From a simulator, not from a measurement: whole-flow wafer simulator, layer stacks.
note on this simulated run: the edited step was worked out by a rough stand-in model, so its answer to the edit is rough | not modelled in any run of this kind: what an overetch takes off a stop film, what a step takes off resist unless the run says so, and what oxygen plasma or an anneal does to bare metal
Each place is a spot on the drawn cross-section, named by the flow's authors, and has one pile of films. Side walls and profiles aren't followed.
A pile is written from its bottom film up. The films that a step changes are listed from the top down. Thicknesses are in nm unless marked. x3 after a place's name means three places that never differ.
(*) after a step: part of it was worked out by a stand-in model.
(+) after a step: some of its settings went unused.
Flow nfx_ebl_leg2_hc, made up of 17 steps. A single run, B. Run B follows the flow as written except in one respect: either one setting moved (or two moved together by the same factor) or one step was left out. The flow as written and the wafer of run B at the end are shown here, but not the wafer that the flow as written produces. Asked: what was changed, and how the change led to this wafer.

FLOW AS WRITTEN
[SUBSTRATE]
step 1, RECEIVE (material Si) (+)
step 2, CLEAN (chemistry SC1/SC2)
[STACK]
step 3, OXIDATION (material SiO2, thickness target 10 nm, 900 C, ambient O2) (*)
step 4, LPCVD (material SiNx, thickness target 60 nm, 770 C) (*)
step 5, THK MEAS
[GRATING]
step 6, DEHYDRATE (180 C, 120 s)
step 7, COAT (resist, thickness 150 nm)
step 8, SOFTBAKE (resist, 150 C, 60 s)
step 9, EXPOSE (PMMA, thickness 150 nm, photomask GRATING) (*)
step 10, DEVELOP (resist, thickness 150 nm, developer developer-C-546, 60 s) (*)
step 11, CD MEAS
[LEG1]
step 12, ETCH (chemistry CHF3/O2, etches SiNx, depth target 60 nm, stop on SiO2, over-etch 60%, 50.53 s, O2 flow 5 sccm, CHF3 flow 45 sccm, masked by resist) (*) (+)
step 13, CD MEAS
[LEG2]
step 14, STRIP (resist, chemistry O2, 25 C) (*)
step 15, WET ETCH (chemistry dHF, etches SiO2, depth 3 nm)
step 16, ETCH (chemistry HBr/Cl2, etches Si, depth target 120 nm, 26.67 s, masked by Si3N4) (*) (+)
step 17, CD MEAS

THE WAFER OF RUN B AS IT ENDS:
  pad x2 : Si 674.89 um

What caused this: step 16, ETCH: depth target 102 nm was run, though the flow has depth target 120 nm.

Step by step, how the change led to this:
  step 16, ETCH (chemistry HBr/Cl2, etches Si, depth target 120 nm, 26.67 s, masked by Si3N4) (*) (+)
      pad x2: Si loses 102 (in the flow as written it would be: Si loses 120)
